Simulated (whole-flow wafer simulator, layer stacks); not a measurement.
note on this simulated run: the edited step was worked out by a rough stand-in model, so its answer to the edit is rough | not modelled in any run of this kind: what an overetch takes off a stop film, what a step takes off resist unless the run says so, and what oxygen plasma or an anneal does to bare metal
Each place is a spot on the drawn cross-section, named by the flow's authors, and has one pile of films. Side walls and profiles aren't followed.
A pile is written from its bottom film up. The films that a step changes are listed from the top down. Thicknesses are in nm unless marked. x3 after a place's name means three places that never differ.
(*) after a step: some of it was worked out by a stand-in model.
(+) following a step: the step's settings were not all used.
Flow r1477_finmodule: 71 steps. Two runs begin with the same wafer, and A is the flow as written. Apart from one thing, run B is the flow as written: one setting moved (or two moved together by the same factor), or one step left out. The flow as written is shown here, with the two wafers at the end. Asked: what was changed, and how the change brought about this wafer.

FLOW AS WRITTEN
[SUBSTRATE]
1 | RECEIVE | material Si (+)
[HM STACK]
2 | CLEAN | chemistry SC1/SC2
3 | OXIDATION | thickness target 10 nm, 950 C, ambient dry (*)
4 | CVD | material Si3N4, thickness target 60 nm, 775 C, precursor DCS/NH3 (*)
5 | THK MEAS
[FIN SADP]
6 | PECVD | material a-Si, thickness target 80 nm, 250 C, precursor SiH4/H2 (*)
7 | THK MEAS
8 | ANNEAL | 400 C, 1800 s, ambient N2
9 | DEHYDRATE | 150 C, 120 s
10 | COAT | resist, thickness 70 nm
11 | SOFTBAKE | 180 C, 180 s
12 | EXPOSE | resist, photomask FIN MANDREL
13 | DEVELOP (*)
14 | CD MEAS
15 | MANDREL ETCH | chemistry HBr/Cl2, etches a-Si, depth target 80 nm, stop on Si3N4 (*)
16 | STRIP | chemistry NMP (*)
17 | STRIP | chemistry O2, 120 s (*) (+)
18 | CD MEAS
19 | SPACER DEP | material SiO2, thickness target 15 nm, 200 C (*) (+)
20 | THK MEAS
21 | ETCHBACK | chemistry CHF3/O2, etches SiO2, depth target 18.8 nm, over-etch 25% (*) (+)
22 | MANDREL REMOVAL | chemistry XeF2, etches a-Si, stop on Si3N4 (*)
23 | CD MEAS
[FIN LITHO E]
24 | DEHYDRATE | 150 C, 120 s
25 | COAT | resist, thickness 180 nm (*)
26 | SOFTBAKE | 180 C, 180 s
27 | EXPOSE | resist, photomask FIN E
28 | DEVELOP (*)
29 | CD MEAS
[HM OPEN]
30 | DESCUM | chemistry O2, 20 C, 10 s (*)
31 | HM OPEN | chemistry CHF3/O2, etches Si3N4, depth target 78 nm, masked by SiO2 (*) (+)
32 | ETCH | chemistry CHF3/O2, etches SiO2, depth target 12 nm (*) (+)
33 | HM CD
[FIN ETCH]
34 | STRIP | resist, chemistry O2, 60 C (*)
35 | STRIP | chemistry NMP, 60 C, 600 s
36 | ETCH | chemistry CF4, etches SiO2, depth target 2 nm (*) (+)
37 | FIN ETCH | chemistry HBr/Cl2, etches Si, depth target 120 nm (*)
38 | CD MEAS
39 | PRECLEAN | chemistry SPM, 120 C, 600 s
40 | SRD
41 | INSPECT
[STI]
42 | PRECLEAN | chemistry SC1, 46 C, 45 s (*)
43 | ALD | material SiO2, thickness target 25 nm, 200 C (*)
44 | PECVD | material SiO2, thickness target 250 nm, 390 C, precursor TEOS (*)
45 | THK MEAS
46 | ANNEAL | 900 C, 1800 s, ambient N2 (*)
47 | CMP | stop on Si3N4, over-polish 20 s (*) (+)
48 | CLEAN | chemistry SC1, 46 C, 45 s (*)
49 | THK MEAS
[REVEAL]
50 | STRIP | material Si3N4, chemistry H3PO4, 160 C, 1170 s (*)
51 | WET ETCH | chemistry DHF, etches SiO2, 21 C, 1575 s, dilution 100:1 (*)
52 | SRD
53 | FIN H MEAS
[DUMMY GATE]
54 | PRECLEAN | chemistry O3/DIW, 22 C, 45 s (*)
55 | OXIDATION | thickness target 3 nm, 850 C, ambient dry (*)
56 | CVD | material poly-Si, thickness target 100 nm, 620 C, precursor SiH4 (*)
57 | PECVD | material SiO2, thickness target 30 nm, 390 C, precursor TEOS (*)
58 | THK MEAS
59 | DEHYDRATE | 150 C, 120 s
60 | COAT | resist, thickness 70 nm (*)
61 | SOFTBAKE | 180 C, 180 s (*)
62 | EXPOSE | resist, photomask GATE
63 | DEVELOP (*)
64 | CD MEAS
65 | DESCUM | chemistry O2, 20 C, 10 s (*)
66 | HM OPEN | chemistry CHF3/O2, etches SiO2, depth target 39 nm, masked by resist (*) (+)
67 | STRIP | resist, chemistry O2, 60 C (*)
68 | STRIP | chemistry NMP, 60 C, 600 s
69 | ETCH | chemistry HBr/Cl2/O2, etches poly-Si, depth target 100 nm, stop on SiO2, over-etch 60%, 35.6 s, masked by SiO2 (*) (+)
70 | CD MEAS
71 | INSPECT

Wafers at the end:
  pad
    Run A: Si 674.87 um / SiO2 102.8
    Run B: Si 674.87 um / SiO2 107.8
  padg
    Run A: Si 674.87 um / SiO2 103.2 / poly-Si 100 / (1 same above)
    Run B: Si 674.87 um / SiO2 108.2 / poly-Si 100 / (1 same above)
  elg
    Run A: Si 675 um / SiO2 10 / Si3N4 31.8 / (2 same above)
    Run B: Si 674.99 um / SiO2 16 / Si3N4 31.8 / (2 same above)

What caused this: step 3, OXIDATION: thickness target 16 nm was run, whereas the flow has thickness target 10 nm.
One can read it off the wafer: elg has SiO2 16, and step 3 as written asks for 10 nm.

The path from the change to this, step by step:
  3 | OXIDATION | thickness target 10 nm, 950 C, ambient dry (*)
      pad, padg, elg and 33 more: A SiO2 gains 10 (new film), chemical SiO2 loses 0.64 (all of it), Si loses 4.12 | B SiO2 gains 16 (new film), chemical SiO2 loses 0.64 (all of it), Si loses 6.76
  31 | HM OPEN | chemistry CHF3/O2, etches Si3N4, depth target 78 nm, masked by SiO2 (*) (+)
      pad, padg, esg and 13 more: A Si3N4 loses 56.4 (all of it), SiO2 loses 10 (all of it) | B Si3N4 loses 56.4 (all of it), SiO2 loses 10.8
  32 | ETCH | chemistry CHF3/O2, etches SiO2, depth target 12 nm (*) (+)
      pad, padg, e40sg and 11 more: A Si loses 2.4 | B SiO2 loses 5.19 (all of it), Si loses 1.36
      esg, eso: A Si loses 1.77 | B SiO2 loses 5.19 (all of it), Si loses 1.36
      (also at 6 further places)
  43 | ALD | material SiO2, thickness target 25 nm, 200 C (*)
      s40cg, s45cg, s50cg, s40co, s45co, s50co: A SiO2 gains 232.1 (new film) | B SiO2 gains 236.9 (new film)
      esg: A SiO2 gains 194.3 (new film) | B SiO2 gains 199.8 (new film)
  47 | CMP | stop on Si3N4, over-polish 20 s (*) (+)
      pad, padg, e40sg and 11 more: A SiO2 loses 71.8 | B SiO2 loses 66.8
      eso: A SiO2 loses 72.4 | B SiO2 loses 66.8
  51 | WET ETCH | chemistry DHF, etches SiO2, 21 C, 1575 s, dilution 100:1 (*)
      s40sg_line, s45sg_line, s50sg_line, s40so_line, s45so_line, s50so_line: A SiO2 loses 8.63 (all of it) | B SiO2 loses 14.6 (all of it)
  56 | CVD | material poly-Si, thickness target 100 nm, 620 C, precursor SiH4 (*)
      s40cg, s40co: A poly-Si gains 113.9 (new film) | B poly-Si gains 107.9 (new film)
      s45cg, s45co: A poly-Si gains 113.4 (new film) | B poly-Si gains 107.4 (new film)
      (also at 2 further places)
  60 | COAT | resist, thickness 70 nm (*)
      s40sg, s40so: A resist gains 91 (new film) | B resist gains 85.3 (new film)
      s45sg, s45so: A resist gains 91 (new film) | B resist gains 85.2 (new film)
      (also at 2 further places)
  63 | DEVELOP (*)
      s40so: A resist loses 91 (all of it) | B resist loses 85.3 (all of it)
      s45so: A resist loses 91 (all of it) | B resist loses 85.2 (all of it)
      (also at 1 further place)
  67 | STRIP | resist, chemistry O2, 60 C (*)
      s40sg: A resist loses 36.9 (all of it) | B resist loses 31.2 (all of it)
      s45sg: A resist loses 36.9 (all of it) | B resist loses 31.1 (all of it)
      (also at 1 further place)
  69 | ETCH | chemistry HBr/Cl2/O2, etches poly-Si, depth target 100 nm, stop on SiO2, over-etch 60%, 35.6 s, masked by SiO2 (*) (+)
      s40co: A chemical SiO2 loses 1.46 (all of it), poly-Si loses 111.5 (all of it), SiO2 loses 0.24 | B chemical SiO2 loses 1.46 (all of it), poly-Si loses 105.5 (all of it), SiO2 loses 0.27
      s45co: A chemical SiO2 loses 1.46 (all of it), poly-Si loses 110.9 (all of it), SiO2 loses 0.25 | B chemical SiO2 loses 1.46 (all of it), poly-Si loses 104.9 (all of it), SiO2 loses 0.28
      (also at 1 further place)
